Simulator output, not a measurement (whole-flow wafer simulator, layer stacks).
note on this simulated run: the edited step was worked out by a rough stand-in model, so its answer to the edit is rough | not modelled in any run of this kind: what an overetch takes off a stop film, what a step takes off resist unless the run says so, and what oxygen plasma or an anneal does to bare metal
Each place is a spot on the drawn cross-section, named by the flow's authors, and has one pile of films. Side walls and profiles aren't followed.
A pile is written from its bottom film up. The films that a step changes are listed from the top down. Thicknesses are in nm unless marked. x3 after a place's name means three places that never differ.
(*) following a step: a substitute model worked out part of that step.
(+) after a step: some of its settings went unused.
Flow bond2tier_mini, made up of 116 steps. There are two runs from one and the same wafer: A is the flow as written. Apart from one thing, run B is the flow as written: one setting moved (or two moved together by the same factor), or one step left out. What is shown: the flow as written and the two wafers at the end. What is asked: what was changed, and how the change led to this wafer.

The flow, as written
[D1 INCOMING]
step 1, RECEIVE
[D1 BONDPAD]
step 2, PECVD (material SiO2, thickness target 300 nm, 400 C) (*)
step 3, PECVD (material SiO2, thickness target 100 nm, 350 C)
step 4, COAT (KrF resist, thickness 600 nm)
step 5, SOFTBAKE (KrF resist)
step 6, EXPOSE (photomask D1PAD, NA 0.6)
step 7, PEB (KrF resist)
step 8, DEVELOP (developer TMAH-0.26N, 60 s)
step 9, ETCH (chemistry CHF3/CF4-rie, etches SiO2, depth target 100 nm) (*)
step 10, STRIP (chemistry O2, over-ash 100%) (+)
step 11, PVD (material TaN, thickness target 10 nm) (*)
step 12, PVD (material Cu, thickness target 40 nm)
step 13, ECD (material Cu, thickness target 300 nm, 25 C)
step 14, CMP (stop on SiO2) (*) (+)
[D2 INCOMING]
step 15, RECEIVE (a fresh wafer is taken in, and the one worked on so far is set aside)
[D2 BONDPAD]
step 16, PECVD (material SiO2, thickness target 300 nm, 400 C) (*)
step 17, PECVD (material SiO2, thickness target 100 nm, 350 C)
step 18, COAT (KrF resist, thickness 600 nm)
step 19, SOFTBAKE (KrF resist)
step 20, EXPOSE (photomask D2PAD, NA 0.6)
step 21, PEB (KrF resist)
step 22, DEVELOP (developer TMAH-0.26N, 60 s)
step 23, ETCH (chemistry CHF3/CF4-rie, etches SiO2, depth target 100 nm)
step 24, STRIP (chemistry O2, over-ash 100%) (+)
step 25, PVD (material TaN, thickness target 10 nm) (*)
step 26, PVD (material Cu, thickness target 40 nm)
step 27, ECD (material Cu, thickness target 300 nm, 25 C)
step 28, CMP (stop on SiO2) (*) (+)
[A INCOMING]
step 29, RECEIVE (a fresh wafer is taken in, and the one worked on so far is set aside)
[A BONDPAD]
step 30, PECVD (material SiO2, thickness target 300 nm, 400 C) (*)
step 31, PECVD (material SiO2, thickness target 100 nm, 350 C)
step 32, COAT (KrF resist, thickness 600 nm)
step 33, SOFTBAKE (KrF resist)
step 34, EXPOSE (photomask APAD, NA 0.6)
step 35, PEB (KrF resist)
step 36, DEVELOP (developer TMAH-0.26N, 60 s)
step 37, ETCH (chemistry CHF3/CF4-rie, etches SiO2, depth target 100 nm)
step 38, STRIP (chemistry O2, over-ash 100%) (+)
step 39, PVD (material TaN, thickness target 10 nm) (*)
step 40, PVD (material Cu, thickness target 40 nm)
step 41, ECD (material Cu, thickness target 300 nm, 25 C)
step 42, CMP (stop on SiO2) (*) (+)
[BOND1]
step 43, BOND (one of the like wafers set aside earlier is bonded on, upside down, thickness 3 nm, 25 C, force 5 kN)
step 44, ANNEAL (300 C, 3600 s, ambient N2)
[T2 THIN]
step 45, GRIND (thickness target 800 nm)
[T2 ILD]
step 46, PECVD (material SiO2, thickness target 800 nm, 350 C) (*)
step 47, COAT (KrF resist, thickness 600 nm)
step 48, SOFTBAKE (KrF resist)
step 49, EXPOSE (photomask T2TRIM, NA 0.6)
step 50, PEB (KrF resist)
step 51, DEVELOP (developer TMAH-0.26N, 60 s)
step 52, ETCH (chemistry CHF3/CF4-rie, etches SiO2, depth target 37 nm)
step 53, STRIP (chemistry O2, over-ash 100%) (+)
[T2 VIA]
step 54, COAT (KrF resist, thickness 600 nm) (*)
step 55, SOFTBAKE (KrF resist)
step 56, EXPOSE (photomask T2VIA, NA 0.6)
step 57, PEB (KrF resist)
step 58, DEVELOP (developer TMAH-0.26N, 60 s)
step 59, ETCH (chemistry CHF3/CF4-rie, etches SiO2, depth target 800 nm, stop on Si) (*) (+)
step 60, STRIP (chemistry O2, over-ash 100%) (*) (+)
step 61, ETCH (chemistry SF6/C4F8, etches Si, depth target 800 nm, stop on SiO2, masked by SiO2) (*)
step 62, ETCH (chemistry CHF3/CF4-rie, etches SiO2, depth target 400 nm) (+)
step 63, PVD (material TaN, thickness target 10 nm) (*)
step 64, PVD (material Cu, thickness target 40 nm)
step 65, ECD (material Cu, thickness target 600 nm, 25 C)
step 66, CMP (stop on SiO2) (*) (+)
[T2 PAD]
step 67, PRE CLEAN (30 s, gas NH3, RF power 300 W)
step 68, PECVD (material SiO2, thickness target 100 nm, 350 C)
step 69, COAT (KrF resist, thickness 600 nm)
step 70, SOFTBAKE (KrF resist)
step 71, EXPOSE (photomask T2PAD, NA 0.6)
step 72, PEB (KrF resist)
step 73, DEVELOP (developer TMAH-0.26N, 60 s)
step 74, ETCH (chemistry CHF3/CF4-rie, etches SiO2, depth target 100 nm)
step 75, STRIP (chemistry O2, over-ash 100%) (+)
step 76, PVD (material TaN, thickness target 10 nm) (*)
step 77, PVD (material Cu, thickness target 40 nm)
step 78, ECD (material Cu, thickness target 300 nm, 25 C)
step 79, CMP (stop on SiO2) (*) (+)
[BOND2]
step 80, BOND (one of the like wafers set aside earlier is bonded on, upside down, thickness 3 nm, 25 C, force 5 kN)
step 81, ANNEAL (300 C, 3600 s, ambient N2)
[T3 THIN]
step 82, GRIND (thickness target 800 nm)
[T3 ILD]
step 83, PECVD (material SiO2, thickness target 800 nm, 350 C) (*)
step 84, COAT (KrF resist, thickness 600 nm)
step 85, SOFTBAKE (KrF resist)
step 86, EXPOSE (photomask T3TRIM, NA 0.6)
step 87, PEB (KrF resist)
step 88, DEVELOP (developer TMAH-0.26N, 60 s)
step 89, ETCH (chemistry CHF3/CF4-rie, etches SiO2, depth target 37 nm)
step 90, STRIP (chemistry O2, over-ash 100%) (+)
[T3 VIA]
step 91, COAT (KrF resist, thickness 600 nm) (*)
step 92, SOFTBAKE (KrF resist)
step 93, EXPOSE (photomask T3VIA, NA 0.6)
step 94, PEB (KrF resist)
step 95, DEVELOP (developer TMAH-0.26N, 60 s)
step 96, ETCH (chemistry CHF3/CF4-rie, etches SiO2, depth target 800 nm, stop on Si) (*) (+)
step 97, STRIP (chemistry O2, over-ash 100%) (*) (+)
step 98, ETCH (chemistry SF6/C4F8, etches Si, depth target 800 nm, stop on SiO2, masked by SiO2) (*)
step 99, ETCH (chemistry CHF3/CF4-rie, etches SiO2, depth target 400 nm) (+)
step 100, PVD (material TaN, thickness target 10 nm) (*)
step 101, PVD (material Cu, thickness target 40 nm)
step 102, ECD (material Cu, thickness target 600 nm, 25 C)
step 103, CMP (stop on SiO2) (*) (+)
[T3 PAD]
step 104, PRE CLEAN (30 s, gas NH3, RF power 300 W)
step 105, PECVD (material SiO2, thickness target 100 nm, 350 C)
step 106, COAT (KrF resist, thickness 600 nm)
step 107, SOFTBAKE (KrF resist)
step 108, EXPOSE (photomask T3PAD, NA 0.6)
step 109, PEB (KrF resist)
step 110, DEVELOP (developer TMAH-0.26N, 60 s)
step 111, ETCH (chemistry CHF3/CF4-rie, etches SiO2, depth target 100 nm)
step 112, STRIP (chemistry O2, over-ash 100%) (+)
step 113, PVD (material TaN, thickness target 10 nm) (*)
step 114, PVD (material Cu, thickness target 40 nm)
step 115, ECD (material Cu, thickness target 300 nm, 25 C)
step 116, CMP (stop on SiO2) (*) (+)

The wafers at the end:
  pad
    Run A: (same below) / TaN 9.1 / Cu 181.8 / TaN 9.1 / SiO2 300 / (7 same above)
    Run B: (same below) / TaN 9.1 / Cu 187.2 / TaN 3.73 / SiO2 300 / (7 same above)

Cause: step 25, PVD: thickness target 4.1 nm was run, while the flow as written has thickness target 10 nm.

The path from the change to this, step by step:
  step 25, PVD (material TaN, thickness target 10 nm) (*)
      field: A +10 TaN (new film) | B +4.1 TaN (new film)
      pad: A +9.1 TaN (new film) | B +3.73 TaN (new film)
      (and at 1 other place as well)
  step 28, CMP (stop on SiO2) (*) (+)
      field: A -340 Cu (all of it), -10 TaN (all of it) | B -340 Cu (all of it), -4.1 TaN (all of it)
  step 80, BOND (one of the like wafers set aside earlier is bonded on, upside down, thickness 3 nm, 25 C, force 5 kN)
      pad: A +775 um Si (new film), +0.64 chemical SiO2 (new film), +300 SiO2 (new film), +9.1 TaN (new film), +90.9 Cu | B +775 um Si (new film), +0.64 chemical SiO2 (new film), +300 SiO2 (new film), +3.73 TaN (new film), +96.3 Cu
